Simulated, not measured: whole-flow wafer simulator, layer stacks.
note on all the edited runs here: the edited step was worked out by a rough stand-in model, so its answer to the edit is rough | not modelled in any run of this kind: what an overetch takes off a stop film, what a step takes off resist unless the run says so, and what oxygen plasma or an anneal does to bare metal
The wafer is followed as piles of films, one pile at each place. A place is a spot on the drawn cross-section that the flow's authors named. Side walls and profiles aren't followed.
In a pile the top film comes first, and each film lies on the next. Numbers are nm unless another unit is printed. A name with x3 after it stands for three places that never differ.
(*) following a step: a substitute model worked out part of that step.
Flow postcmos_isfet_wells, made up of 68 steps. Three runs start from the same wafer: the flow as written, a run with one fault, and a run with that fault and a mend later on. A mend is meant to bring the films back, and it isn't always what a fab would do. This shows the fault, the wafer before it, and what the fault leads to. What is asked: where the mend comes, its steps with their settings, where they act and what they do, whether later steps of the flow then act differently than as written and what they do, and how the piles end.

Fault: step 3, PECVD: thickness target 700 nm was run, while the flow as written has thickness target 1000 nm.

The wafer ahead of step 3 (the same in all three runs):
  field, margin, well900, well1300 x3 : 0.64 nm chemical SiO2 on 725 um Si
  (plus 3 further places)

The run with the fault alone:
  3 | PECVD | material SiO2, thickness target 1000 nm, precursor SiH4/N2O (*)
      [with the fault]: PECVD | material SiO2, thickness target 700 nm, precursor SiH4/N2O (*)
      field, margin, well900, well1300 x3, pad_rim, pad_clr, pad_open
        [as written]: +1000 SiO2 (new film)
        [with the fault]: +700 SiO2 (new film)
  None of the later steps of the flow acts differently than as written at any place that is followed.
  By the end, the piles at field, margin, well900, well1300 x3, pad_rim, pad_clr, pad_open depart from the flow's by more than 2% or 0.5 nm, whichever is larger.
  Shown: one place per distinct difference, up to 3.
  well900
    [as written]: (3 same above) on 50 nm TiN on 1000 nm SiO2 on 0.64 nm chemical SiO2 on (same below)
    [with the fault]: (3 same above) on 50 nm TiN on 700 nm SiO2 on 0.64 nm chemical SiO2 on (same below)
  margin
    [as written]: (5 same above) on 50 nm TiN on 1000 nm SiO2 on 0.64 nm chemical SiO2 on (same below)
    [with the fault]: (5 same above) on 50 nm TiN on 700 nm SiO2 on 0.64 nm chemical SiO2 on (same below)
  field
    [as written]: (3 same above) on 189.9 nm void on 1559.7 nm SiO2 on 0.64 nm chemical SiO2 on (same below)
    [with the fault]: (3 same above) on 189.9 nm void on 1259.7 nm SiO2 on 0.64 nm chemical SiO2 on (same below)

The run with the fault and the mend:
  After step 3 comes the mend.
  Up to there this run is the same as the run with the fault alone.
  3a | PECVD | material SiO2, thickness target 300 nm, precursor SiH4/N2O (*) (the flow's step 3 again, with other settings)
      field, margin, well900, well1300 x3, pad_rim, pad_clr, pad_open
        +300 SiO2
  None of the later steps of the flow acts differently than as written at any place that is followed.
  At every place that both follow, the piles at the end match the flow's.
